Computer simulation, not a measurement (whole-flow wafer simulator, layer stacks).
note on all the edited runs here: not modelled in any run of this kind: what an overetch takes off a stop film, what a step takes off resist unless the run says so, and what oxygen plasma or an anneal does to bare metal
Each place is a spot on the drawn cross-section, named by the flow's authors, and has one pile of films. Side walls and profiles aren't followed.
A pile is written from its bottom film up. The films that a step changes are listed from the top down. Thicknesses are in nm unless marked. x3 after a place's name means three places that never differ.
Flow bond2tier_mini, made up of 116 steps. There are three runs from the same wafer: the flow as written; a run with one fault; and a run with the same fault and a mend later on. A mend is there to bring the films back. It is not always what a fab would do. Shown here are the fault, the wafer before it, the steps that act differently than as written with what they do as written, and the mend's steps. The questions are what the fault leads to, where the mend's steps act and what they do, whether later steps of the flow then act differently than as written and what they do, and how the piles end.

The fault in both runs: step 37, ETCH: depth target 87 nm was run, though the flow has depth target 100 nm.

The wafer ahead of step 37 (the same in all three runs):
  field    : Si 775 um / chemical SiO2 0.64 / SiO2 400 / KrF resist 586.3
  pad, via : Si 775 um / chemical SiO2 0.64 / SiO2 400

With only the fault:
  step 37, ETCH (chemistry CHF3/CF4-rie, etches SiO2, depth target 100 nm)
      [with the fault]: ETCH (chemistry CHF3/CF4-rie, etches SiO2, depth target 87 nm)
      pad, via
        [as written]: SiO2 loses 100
        [with the fault]: SiO2 loses 87
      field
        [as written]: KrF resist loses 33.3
        [with the fault]: KrF resist loses 29
  Later steps of the flow acting differently than as written (not shown: 3 more steps that differ only slightly, by at most 2% or 0.5 nm, whichever is larger):
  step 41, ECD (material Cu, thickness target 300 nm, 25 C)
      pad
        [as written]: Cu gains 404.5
        [with the fault]: Cu gains 390.9
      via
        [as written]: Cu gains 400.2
        [with the fault]: Cu gains 387.1
  By the end, the piles at pad depart from the flow's by more than 2% or 0.5 nm, whichever is larger.
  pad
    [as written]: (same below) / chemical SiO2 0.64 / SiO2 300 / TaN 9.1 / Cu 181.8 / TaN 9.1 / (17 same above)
    [with the fault]: (same below) / chemical SiO2 0.64 / SiO2 313 / TaN 9.22 / Cu 168.7 / TaN 9.1 / (17 same above)

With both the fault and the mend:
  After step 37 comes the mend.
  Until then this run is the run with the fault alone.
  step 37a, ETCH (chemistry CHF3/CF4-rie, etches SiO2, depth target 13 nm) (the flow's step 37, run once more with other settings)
      pad, via
        SiO2 loses 13
      field
        KrF resist loses 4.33
  Later steps of the flow that are run all act as written at every place that is followed.
  At every place that both follow, the piles at the end match the flow's.
